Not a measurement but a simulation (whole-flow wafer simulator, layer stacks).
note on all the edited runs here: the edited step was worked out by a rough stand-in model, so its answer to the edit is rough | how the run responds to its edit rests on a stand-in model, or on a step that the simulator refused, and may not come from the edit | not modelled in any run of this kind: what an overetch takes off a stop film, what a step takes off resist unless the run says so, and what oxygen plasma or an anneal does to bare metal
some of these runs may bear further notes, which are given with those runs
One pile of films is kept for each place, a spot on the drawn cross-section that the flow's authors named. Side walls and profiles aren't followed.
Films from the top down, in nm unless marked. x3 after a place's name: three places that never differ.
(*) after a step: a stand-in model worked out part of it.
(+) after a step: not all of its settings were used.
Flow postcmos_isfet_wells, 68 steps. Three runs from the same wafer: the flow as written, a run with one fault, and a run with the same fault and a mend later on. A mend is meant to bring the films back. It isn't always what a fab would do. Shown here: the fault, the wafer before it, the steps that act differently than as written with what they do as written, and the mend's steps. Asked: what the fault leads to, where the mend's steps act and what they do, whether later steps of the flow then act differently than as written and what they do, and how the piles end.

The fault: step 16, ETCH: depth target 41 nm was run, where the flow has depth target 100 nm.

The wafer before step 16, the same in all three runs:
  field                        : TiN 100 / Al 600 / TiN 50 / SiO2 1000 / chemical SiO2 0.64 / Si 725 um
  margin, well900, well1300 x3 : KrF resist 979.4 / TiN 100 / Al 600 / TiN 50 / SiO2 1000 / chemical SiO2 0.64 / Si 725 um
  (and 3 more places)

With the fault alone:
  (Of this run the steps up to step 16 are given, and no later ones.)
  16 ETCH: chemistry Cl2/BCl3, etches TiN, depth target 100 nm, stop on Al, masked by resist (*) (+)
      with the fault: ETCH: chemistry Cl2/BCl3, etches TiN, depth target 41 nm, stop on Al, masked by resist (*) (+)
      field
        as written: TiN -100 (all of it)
        with the fault: TiN -41
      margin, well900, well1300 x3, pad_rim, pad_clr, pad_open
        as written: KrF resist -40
        with the fault: KrF resist -16.4
  After step 16 the piles differ from the flow's by more than 2% or 0.5 nm, whichever is larger, at field, margin, well900, well1300 x3, pad_rim, pad_clr, pad_open.
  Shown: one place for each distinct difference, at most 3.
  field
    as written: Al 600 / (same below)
    with the fault: TiN 59 / Al 600 / (same below)
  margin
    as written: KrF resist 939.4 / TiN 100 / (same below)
    with the fault: KrF resist 963 / TiN 100 / (same below)

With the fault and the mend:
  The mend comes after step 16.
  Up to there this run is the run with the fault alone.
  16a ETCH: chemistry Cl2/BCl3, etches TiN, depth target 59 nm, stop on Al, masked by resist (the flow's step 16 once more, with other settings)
      margin, well900, well1300 x3, pad_rim, pad_clr, pad_open
        KrF resist -23.6
      field
        TiN -59 (all of it)
  No later step of the flow acts differently than as written at any place that is followed.
  At the end the piles are the same as the flow's at every place that both follow.
